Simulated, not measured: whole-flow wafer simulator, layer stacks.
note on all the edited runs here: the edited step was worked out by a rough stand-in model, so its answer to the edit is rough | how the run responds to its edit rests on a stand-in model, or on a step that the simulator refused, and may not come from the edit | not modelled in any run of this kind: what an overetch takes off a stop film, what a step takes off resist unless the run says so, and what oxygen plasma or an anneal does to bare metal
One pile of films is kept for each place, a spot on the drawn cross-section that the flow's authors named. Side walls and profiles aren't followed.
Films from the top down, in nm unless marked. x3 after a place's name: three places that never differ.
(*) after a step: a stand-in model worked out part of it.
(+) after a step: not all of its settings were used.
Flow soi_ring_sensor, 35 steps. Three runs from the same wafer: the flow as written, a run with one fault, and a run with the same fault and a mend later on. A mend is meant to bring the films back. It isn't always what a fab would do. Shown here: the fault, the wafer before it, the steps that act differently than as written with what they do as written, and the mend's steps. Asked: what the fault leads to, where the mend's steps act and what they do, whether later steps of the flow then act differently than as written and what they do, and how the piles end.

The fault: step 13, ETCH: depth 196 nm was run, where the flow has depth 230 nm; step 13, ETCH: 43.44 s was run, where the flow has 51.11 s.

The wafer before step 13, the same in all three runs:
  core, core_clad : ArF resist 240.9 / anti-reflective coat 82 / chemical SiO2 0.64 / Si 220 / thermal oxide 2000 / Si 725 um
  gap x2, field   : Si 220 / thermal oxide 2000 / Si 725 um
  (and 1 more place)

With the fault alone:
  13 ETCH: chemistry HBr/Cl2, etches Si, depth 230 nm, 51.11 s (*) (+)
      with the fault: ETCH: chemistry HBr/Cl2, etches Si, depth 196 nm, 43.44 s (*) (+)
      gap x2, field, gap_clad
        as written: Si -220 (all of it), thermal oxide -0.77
        with the fault: Si -196
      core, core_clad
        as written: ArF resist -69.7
        with the fault: ArF resist -59.2
  Later steps of the flow that act differently than as written:
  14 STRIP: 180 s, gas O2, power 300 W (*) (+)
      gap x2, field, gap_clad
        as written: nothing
        with the fault: chemical SiO2 +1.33 (new film), Si -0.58
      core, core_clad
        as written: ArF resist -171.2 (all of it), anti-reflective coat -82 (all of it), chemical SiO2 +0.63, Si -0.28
        with the fault: ArF resist -181.7 (all of it), anti-reflective coat -82 (all of it), chemical SiO2 +0.62, Si -0.27
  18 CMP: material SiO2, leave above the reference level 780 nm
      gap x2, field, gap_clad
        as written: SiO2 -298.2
        with the fault: SiO2 -323.7
  At the end the piles differ from the flow's by more than 2% or 0.5 nm, whichever is larger, at field.
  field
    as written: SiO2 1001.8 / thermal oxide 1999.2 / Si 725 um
    with the fault: SiO2 976.3 / chemical SiO2 1.33 / Si 23.4 / thermal oxide 2000 / Si 725 um

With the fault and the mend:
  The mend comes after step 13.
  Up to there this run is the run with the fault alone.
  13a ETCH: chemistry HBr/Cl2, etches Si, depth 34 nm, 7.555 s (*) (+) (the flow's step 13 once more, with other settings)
      gap x2, field, gap_clad
        Si -24 (all of it), thermal oxide -0.77
      core, core_clad
        ArF resist -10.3
  No later step of the flow acts differently than as written, at any place that is followed, by more than 2% or 0.5 nm, whichever is larger.
  At the end the piles are the same as the flow's at every place that both follow.
